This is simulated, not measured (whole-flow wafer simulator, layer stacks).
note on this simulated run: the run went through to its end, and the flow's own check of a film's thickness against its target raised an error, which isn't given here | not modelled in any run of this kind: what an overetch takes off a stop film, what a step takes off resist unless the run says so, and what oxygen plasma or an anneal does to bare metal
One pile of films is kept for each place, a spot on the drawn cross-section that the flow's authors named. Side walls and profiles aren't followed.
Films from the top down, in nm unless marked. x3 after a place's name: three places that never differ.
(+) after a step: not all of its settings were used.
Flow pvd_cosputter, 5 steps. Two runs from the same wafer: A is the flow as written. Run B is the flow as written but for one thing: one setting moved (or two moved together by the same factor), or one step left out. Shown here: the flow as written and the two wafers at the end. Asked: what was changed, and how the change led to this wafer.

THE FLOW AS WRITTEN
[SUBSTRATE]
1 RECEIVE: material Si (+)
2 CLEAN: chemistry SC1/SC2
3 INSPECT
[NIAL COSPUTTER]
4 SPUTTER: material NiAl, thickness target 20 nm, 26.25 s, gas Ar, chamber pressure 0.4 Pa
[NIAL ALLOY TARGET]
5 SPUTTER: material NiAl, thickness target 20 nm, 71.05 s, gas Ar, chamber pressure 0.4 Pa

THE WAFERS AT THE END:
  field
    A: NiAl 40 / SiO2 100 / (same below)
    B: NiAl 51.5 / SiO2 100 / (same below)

The cause: step 4, SPUTTER: thickness target 31.5 nm was run, where the flow has thickness target 20 nm; step 4, SPUTTER: 41.34 s was run, where the flow has 26.25 s.

How the change led to this, step by step:
  4 SPUTTER: material NiAl, thickness target 20 nm, 26.25 s, gas Ar, chamber pressure 0.4 Pa
      field: A NiAl +20 (new film) | B NiAl +31.5 (new film)
